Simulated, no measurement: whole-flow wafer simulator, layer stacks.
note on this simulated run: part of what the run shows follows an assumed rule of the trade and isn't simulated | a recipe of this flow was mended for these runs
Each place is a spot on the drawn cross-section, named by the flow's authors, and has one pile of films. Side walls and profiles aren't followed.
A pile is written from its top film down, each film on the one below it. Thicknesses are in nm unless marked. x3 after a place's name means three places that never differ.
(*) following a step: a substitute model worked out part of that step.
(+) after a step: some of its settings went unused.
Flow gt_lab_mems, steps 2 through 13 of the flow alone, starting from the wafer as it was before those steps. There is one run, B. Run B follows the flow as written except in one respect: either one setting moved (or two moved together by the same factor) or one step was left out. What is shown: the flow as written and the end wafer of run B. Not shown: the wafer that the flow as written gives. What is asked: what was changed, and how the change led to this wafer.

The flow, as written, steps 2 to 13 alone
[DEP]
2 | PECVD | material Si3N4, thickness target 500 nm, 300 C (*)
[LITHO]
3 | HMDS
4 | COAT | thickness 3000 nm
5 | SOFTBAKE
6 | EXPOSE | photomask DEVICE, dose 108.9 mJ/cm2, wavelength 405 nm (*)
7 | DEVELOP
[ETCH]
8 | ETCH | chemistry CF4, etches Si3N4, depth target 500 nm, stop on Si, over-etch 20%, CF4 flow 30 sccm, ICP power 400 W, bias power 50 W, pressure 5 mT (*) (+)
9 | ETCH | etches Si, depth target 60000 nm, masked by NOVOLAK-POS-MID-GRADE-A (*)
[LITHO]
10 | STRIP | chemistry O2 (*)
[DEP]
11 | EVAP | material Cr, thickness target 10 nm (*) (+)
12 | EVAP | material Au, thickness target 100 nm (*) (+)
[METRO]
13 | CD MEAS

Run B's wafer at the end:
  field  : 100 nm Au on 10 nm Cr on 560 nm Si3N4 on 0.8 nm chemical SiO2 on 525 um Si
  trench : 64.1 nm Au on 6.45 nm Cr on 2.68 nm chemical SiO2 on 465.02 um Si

What caused this: step 2, PECVD: thickness target 560 nm was run, though the flow has thickness target 500 nm.
The wafer lets one read it off: field has Si3N4 560, and step 2 as written asks for 500 nm.

The path from the change to this, step by step:
  2 | PECVD | material Si3N4, thickness target 500 nm, 300 C (*)
      field, trench: Si3N4 gains 560 (new film) (it would be, as written: Si3N4 gains 500 (new film))
  8 | ETCH | chemistry CF4, etches Si3N4, depth target 500 nm, stop on Si, over-etch 20%, CF4 flow 30 sccm, ICP power 400 W, bias power 50 W, pressure 5 mT (*) (+)
      trench: Si3N4 loses 560 (all of it), chemical SiO2 loses 0.8 (all of it), Si loses 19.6 (it would be, as written: Si3N4 loses 500 (all of it), chemical SiO2 loses 0.8 (all of it), Si loses 49.6)
